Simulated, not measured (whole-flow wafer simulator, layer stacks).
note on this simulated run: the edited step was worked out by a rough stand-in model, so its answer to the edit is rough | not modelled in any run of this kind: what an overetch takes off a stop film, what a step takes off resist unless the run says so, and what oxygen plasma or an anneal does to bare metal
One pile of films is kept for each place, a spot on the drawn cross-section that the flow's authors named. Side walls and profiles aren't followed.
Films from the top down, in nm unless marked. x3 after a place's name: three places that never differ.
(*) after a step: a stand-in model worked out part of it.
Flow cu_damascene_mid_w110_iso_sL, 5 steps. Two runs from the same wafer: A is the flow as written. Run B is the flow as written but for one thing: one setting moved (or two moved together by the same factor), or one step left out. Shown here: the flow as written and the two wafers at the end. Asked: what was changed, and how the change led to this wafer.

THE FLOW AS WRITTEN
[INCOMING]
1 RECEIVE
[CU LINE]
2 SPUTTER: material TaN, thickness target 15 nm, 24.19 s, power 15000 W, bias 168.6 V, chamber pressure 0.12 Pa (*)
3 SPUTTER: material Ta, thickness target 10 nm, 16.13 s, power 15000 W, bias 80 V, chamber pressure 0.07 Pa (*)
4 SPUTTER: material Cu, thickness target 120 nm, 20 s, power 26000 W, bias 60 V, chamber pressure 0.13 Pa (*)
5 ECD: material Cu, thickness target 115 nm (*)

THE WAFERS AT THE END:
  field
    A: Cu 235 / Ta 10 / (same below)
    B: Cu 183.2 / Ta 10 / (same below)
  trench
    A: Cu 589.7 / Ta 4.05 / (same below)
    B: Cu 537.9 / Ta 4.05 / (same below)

The cause: step 5, ECD: thickness target 63.2 nm was run, where the flow has thickness target 115 nm.

How the change led to this, step by step:
  5 ECD: material Cu, thickness target 115 nm (*)
      field: A Cu +115 | B Cu +63.2
      trench: A Cu +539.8 | B Cu +488
